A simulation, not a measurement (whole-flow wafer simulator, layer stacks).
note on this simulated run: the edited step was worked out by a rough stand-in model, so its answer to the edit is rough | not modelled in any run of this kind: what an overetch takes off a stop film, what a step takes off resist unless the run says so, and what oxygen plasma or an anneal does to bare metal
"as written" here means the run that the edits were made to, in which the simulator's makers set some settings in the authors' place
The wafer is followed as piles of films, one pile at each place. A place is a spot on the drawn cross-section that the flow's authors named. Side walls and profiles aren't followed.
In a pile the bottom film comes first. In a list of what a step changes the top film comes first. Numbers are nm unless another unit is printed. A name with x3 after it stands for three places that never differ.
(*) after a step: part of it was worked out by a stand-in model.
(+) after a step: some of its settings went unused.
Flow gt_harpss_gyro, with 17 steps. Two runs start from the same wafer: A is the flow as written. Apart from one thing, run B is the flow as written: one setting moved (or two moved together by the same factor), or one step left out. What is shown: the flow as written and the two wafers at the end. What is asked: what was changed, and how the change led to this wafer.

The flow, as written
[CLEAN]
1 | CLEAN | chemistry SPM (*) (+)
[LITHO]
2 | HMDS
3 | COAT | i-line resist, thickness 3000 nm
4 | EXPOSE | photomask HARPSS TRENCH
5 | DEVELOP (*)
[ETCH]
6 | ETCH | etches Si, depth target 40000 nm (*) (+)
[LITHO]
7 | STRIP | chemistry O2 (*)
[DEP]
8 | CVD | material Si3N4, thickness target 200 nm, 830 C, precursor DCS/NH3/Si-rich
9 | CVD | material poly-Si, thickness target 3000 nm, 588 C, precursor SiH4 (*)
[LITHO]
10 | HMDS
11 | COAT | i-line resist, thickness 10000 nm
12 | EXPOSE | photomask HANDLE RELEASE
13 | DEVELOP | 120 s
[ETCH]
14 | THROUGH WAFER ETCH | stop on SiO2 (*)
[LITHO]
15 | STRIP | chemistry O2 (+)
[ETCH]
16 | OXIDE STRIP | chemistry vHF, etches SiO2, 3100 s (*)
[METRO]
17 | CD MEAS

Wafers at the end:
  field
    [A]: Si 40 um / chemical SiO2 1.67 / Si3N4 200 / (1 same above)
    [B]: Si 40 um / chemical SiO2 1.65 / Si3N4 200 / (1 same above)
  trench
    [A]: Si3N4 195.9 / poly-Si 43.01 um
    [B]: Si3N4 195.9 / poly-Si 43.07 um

What caused this: step 6, ETCH: depth target 49600 nm was run, though the flow has depth target 40000 nm.

The path from the change to this, step by step:
  6 | ETCH | etches Si, depth target 40000 nm (*) (+)
      trench: A chemical SiO2 loses 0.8 (all of it), Si loses 40 um (all of it) | B chemical SiO2 loses 0.8 (all of it), Si loses 40 um (all of it), SiO2 loses 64
      field: A i-line resist loses 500 | B i-line resist loses 620
  7 | STRIP | chemistry O2 (*)
      field: A i-line resist loses 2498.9 (all of it), chemical SiO2 gains 0.87, Si loses 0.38 | B i-line resist loses 2378.9 (all of it), chemical SiO2 gains 0.85, Si loses 0.37
  9 | CVD | material poly-Si, thickness target 3000 nm, 588 C, precursor SiH4 (*)
      trench: A poly-Si gains 43.01 um (new film) | B poly-Si gains 43.07 um (new film)
  16 | OXIDE STRIP | chemistry vHF, etches SiO2, 3100 s (*)
      trench: A under 2 films: SiO2 loses 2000 (all of it) | B under 2 films: SiO2 loses 1936 (all of it)
